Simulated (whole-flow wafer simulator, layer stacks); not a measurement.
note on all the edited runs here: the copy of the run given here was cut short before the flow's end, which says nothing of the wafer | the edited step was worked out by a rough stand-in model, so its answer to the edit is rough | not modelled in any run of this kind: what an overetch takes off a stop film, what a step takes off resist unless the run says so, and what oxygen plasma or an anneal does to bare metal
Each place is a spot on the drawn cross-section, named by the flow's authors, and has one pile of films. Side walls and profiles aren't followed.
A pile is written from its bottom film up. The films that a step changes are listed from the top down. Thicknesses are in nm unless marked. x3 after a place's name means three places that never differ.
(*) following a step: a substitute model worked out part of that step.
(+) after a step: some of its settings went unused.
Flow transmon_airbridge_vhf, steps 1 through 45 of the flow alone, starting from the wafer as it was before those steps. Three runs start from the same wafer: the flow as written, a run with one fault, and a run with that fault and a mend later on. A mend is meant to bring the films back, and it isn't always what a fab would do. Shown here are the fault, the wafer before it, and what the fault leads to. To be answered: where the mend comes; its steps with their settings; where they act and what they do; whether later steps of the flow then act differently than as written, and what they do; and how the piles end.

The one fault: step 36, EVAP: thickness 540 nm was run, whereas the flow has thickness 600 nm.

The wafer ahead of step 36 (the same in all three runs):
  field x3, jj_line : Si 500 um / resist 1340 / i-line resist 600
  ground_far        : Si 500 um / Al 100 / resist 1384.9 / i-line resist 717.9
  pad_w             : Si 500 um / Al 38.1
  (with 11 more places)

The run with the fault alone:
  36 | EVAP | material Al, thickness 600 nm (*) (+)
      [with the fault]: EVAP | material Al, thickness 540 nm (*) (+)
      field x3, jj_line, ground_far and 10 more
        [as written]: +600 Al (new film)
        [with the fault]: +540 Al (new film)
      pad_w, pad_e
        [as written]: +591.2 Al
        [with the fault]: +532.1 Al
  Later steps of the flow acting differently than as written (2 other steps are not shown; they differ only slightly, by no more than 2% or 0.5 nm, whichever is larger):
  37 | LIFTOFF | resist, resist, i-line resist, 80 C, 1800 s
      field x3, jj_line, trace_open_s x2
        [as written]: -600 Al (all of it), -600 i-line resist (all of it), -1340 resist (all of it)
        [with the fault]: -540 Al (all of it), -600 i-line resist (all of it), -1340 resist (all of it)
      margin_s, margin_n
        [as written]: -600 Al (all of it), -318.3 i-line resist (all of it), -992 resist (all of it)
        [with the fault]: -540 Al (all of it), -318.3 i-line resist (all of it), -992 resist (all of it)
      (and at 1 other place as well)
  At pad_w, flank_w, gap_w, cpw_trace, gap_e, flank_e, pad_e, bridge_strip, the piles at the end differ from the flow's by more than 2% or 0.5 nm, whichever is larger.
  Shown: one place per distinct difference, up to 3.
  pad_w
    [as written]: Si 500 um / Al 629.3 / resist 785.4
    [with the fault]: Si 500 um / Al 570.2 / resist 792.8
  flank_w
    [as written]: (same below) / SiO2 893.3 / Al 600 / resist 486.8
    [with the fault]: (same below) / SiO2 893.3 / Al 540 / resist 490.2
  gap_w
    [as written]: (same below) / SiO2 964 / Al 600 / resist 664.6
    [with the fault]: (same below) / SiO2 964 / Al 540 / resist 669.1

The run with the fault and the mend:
  After step 36 comes the mend.
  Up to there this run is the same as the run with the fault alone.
  36a | EVAP | material Al, thickness 60 nm (*) (+) (a further turn of the flow's step 36, with different settings)
      field x3, jj_line, ground_far and 10 more
        +60 Al
      pad_w, pad_e
        +59.1 Al
  Every later step of the flow that is run acts as written, at every place that is followed, to within 2% or 0.5 nm, whichever is larger.
  When the end is reached, the piles differ only a little from the flow's at the places that both follow, at most by 2% or 0.5 nm, whichever is larger.
